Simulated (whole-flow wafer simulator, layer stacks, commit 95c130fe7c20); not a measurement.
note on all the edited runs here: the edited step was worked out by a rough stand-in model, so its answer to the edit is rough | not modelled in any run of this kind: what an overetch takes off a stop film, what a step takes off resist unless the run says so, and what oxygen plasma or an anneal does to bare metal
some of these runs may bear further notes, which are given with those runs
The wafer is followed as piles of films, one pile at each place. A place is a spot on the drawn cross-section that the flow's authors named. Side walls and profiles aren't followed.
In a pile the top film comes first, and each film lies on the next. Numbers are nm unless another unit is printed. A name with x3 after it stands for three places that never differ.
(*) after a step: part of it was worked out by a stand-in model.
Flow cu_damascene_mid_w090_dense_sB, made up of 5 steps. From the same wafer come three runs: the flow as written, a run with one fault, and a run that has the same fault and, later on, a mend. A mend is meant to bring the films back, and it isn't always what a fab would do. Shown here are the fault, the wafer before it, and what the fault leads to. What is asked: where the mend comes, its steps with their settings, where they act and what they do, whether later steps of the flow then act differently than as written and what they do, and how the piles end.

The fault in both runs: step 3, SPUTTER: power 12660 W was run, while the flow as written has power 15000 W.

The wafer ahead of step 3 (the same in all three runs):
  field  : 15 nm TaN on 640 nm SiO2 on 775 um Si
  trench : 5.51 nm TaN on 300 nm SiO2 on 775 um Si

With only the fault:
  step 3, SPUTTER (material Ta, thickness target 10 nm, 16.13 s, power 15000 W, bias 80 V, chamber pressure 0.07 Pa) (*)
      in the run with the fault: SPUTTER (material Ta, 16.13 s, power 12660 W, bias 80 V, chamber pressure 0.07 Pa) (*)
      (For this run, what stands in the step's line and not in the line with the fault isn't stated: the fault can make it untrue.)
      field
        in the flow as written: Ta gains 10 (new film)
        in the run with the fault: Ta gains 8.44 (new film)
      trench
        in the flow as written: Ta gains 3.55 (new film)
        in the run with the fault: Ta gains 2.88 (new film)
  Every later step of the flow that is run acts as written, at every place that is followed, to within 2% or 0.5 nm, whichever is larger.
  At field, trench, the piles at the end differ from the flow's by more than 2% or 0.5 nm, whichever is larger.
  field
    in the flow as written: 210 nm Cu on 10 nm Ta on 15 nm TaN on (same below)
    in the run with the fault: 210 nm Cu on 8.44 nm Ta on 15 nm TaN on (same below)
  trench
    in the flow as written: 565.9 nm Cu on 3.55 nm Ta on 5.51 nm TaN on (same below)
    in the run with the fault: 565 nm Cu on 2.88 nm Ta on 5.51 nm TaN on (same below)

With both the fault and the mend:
  The mend stands after step 3.
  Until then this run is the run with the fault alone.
  step 3a, SPUTTER (material Ta, thickness target 1.595 nm, 2.573 s, power 15000 W, bias 80 V, chamber pressure 0.07 Pa) (*) (a further turn of the flow's step 3, with different settings)
      field
        Ta gains 1.6
      trench
        Ta gains 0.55
  Every later step of the flow that is run acts as written, at every place that is followed, to within 2% or 0.5 nm, whichever is larger.
  At the end the piles are close to the flow's at the places that both follow, differing by at most 2% or 0.5 nm, whichever is larger.
